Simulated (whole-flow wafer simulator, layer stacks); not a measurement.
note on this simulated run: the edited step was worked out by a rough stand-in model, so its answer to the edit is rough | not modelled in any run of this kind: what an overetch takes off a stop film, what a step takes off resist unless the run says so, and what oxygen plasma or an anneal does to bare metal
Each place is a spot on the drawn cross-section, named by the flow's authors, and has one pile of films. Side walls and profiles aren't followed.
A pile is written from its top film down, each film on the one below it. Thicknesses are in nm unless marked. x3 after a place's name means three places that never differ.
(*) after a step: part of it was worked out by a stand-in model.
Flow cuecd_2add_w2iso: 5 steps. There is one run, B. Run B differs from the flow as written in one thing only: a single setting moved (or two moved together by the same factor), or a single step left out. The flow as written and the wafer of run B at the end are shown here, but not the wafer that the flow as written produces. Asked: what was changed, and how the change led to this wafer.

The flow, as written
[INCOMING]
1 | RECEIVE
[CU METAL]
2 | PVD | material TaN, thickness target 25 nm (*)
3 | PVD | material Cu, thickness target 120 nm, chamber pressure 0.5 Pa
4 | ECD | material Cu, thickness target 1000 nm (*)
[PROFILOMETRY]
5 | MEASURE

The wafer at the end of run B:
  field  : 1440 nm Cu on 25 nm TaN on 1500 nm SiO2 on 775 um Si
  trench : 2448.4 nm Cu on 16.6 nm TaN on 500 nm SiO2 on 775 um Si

The reason: step 4, ECD: thickness target 1320 nm was run, while the flow as written has thickness target 1000 nm.

How this came from the change, step by step:
  4 | ECD | material Cu, thickness target 1000 nm (*)
      field: +1320 Cu (it would be, as written: +1000 Cu)
      trench: +2367.6 Cu (it would be, as written: +2047.6 Cu)
